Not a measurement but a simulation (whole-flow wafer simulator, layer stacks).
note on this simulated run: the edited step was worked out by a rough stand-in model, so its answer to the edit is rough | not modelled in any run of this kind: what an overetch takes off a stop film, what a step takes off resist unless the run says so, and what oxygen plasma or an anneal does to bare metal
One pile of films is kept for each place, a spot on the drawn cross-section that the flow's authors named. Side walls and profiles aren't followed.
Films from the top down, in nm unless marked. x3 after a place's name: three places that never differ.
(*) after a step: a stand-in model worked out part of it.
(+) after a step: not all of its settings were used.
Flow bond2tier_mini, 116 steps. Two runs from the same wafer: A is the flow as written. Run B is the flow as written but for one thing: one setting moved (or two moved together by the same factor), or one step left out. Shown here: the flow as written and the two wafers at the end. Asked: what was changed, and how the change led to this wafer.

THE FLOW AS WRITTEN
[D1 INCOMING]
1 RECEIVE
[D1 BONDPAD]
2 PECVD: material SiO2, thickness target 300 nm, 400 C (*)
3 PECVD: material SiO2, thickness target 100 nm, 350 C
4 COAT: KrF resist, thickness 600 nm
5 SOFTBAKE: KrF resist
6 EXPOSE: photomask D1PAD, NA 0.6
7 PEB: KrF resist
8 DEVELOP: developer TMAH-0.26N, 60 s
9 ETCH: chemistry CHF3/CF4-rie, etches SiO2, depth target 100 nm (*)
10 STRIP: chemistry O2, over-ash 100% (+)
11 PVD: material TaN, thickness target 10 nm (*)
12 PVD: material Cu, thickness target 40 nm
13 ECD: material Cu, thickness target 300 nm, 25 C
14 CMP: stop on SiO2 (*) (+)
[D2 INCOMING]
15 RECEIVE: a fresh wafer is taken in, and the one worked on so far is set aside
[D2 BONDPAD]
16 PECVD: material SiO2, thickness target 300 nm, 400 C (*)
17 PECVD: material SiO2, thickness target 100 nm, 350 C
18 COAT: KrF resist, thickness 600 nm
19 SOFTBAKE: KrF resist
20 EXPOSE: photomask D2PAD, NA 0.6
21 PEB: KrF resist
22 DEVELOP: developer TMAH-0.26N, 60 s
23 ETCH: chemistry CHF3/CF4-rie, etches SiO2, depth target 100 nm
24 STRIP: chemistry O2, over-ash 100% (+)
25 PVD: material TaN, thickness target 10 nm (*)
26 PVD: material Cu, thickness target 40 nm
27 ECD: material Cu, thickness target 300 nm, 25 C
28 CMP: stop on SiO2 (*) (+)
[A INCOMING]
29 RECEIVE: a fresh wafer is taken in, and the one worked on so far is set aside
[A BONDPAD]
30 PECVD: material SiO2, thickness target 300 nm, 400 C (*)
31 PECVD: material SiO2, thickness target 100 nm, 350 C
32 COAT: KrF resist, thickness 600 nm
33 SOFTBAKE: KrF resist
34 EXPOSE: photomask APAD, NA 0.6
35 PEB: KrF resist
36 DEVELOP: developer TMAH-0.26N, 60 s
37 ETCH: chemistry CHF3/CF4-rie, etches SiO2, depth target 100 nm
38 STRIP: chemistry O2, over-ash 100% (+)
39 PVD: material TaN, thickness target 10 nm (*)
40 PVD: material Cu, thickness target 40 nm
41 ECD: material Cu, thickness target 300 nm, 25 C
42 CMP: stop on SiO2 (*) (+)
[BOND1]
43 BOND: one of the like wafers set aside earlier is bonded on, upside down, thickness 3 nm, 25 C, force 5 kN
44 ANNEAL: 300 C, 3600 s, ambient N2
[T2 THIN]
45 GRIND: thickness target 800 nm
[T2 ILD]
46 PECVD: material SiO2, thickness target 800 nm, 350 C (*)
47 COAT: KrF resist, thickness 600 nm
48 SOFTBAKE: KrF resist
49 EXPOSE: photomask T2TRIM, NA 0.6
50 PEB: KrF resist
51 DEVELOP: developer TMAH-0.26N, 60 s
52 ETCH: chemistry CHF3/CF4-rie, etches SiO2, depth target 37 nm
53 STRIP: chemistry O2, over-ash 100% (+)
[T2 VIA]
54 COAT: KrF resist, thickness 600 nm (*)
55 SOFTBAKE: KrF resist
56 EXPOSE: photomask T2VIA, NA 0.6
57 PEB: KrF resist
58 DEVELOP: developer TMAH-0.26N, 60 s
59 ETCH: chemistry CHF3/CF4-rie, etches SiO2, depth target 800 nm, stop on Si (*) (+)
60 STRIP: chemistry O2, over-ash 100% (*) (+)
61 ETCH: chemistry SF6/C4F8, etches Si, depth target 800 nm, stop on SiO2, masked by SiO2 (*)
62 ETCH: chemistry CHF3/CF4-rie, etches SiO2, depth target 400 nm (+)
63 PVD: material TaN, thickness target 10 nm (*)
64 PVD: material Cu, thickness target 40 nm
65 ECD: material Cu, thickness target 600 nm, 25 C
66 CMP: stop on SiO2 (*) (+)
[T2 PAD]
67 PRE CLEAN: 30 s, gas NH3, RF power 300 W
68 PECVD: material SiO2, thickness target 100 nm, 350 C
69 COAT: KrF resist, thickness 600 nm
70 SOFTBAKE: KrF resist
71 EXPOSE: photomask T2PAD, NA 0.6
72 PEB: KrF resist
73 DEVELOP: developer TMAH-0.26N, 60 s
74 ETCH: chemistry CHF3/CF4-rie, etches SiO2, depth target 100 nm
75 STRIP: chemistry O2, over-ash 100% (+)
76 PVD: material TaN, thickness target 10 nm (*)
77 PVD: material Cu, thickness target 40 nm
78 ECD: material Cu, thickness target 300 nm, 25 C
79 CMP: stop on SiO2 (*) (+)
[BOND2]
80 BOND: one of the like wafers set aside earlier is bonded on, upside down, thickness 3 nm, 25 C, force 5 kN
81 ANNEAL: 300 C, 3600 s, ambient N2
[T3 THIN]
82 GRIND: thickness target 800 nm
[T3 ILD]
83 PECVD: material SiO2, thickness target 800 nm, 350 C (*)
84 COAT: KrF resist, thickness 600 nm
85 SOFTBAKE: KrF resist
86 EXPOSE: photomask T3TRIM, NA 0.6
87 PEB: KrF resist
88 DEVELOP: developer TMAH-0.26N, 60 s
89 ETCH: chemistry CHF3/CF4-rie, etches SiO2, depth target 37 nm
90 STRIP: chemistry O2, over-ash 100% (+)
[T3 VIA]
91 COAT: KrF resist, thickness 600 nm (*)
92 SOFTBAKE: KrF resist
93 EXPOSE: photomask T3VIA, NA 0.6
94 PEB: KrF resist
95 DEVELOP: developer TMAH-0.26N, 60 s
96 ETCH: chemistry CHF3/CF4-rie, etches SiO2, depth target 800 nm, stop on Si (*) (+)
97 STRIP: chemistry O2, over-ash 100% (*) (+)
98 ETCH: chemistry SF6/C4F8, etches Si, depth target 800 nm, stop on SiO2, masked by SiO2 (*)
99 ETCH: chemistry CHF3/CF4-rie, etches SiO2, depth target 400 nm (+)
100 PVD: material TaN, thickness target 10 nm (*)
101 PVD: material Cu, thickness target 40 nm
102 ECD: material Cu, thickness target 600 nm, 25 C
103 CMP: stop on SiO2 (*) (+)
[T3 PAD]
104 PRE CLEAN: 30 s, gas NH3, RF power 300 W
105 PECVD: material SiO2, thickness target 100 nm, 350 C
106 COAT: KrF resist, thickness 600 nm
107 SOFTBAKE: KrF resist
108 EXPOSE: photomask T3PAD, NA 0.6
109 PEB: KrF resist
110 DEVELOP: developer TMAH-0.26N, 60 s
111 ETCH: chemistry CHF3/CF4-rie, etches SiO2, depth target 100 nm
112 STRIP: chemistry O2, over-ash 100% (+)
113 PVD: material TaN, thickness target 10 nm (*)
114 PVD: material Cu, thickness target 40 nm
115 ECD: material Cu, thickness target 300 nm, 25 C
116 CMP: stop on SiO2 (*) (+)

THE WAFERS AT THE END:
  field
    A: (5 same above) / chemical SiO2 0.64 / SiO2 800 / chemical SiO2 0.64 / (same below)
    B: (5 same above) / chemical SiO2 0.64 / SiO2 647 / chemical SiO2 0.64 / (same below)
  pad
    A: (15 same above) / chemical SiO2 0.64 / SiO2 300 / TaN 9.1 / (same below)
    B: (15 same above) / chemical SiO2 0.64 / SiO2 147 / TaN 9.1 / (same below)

The cause: step 2, PECVD: thickness target 147 nm was run, where the flow has thickness target 300 nm.
It can be read off the wafer: pad has SiO2 147, and step 2 as written asks for 300 nm.

How the change led to this, step by step:
  2 PECVD: material SiO2, thickness target 300 nm, 400 C (*)
      field, pad, via: A SiO2 +300 (new film) | B SiO2 +147 (new film)
  43 BOND: one of the like wafers set aside earlier is bonded on, upside down, thickness 3 nm, 25 C, force 5 kN
      field: A Si +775 um (new film), chemical SiO2 +0.64 (new film), SiO2 +400 | B Si +775 um (new film), chemical SiO2 +0.64 (new film), SiO2 +247
      pad: A Si +775 um (new film), chemical SiO2 +0.64 (new film), SiO2 +300 (new film), TaN +9.1 (new film), Cu +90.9 | B Si +775 um (new film), chemical SiO2 +0.64 (new film), SiO2 +147 (new film), TaN +9.1 (new film), Cu +90.9
      (and at 1 more place)
